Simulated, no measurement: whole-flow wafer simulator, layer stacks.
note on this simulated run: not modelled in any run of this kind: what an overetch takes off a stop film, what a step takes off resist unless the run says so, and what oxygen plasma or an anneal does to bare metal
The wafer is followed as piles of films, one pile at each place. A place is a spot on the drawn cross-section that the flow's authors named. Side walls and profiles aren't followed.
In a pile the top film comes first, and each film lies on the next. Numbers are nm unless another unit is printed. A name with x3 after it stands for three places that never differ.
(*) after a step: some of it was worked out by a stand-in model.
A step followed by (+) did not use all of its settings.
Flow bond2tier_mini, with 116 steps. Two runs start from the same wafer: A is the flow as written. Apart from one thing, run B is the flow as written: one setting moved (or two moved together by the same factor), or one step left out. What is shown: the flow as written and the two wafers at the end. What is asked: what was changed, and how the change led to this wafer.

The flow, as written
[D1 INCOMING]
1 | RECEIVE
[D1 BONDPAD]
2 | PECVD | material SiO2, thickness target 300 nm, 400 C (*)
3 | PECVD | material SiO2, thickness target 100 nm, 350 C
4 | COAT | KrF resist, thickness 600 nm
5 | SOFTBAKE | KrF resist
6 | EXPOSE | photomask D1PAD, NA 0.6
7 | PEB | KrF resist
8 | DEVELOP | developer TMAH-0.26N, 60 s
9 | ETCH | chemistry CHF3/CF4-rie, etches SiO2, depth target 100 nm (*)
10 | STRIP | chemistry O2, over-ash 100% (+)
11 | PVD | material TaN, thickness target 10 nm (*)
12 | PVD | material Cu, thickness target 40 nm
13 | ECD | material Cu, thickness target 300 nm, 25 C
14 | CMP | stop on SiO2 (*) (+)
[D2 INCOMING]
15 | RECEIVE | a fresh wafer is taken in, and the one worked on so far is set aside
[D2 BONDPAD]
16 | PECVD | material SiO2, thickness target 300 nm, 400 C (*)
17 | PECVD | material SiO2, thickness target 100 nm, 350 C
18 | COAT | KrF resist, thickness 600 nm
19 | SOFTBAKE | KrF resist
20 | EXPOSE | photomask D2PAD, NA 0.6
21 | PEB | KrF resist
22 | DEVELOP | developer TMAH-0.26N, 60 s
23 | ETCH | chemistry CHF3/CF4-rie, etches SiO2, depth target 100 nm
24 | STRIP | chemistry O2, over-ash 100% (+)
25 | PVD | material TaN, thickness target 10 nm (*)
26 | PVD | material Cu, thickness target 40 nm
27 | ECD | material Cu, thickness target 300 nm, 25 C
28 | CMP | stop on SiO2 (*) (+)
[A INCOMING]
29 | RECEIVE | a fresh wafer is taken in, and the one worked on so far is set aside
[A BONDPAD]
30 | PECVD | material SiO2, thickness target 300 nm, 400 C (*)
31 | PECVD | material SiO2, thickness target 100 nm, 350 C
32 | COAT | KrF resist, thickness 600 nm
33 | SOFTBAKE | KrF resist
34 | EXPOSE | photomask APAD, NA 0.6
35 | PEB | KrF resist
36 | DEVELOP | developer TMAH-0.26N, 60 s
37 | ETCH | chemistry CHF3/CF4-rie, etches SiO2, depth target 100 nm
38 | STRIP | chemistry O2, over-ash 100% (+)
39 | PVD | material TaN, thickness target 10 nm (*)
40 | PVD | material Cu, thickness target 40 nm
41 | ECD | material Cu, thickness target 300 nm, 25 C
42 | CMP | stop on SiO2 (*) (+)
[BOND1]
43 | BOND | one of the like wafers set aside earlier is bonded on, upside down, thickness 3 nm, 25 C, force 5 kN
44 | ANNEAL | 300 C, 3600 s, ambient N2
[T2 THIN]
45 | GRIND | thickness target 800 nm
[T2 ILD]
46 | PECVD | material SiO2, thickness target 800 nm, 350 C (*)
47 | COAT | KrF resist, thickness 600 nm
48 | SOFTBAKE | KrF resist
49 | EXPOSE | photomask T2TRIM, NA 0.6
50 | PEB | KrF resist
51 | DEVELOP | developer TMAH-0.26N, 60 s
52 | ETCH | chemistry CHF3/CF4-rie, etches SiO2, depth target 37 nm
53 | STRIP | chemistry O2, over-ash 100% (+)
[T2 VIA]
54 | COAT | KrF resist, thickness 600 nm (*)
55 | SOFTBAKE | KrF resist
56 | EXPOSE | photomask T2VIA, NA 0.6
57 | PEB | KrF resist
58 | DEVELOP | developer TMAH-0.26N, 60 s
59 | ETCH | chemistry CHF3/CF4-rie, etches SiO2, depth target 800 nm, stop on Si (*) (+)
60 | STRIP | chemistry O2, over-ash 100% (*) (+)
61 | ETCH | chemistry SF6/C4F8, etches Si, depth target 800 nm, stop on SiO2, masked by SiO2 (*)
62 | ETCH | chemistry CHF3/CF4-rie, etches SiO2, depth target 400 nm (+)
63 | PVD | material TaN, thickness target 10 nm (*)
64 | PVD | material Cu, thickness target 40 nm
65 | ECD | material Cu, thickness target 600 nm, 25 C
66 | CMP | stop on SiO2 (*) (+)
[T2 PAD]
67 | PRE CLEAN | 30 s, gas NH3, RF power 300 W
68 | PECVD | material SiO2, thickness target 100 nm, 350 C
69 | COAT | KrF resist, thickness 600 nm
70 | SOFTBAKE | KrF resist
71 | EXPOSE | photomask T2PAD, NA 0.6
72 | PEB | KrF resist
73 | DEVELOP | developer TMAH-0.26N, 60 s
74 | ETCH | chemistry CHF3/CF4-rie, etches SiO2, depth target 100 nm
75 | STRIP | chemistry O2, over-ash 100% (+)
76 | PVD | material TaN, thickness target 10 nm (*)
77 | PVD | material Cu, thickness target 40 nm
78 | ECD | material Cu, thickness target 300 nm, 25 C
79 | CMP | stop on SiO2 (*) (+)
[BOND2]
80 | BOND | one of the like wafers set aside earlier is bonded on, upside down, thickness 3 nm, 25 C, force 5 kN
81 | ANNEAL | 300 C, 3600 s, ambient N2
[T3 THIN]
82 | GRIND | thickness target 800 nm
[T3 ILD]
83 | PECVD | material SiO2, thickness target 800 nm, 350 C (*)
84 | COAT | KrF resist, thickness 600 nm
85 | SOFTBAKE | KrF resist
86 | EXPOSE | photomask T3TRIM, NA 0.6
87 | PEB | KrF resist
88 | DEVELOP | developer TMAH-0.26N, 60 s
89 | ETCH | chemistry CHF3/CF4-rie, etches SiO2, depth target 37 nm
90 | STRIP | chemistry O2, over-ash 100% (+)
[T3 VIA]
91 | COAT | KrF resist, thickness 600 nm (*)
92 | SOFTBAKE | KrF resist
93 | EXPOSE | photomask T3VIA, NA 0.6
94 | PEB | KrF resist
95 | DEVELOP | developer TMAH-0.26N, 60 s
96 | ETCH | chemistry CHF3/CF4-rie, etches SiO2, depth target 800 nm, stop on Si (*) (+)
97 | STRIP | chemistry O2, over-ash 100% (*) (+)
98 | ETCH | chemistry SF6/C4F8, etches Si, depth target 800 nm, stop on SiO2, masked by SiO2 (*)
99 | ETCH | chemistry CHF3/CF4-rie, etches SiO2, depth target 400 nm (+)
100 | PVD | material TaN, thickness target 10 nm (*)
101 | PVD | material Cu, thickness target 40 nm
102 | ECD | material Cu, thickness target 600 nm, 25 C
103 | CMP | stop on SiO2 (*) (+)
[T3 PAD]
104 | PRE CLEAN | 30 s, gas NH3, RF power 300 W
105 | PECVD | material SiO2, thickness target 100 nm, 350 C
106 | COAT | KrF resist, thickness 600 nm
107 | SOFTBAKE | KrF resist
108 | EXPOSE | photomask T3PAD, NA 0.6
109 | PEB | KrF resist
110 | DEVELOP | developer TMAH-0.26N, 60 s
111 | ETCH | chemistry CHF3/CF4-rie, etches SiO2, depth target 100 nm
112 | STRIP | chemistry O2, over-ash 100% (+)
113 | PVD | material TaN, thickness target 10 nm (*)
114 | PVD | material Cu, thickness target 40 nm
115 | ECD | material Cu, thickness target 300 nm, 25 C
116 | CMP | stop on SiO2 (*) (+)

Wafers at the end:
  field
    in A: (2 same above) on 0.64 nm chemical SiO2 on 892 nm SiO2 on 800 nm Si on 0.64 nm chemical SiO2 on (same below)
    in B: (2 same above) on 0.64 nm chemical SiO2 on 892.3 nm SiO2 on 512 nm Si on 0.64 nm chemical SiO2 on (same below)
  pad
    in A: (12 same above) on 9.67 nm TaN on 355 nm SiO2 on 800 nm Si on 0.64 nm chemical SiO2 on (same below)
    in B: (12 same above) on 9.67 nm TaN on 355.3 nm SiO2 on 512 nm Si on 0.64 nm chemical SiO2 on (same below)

What caused this: step 45, GRIND: thickness target 512 nm was run, whereas the flow has thickness target 800 nm.
The wafer lets one read it off: field has Si 512, and step 45 as written asks for 800 nm.

How this came from the change, step by step:
  45 | GRIND | thickness target 800 nm
      field, pad, via: A -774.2 um Si | B -774.49 um Si
